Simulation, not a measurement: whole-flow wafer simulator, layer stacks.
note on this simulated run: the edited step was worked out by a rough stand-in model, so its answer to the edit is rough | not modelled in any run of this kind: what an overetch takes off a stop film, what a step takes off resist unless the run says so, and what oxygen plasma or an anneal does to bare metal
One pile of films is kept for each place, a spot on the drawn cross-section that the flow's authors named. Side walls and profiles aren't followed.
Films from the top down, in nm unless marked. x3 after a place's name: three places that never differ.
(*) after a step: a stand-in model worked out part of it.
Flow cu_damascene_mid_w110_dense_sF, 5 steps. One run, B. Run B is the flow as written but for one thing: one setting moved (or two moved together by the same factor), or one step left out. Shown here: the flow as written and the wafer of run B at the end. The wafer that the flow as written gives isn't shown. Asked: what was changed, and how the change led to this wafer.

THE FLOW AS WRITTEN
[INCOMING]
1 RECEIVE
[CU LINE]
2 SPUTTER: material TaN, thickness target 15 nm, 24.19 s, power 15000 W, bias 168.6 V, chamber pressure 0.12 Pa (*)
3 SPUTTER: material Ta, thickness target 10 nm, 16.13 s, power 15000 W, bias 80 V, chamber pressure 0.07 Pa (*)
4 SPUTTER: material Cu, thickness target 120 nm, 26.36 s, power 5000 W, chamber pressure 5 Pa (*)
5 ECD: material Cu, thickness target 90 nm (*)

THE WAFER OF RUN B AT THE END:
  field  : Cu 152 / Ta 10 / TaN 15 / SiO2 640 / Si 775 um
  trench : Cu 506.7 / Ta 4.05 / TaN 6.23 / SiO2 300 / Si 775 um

The cause: step 5, ECD: thickness target 32 nm was run, where the flow has thickness target 90 nm.

How the change led to this, step by step:
  5 ECD: material Cu, thickness target 90 nm (*)
      field: Cu +32 (as written it would be: Cu +90)
      trench: Cu +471 (as written it would be: Cu +529)
